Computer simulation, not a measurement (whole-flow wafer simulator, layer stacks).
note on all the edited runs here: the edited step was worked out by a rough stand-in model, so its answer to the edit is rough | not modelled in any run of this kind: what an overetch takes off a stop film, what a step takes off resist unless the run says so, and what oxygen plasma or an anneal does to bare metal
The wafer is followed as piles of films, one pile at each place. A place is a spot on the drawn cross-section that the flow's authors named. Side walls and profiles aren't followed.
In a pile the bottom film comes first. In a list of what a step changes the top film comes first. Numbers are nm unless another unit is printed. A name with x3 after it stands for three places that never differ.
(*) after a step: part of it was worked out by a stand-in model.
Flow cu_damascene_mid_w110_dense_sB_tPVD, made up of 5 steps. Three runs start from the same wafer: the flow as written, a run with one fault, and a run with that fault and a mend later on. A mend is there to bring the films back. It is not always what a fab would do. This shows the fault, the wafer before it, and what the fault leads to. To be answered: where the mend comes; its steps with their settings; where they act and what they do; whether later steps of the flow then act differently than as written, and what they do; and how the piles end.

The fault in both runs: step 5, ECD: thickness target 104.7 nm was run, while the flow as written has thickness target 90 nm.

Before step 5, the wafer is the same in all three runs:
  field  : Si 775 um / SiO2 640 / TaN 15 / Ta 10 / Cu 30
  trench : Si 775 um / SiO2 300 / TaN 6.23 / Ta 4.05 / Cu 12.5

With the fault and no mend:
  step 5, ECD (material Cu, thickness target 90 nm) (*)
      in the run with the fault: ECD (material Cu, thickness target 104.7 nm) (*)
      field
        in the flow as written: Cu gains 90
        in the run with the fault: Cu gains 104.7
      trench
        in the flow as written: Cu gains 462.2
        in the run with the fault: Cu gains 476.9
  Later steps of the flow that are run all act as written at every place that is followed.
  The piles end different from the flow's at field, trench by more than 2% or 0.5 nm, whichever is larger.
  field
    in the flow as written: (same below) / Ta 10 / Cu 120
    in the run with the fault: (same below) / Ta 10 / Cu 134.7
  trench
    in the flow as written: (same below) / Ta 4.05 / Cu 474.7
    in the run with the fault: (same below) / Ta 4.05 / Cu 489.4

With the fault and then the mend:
  The mend stands after step 5.
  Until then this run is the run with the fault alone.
  step 5a, ETCH (chemistry cu recess dil, depth target 14.7 nm)
      field, trench
        Cu loses 14.7
  Later steps of the flow that are run all act as written at every place that is followed.
  The piles end the same as the flow's at every place that both follow.
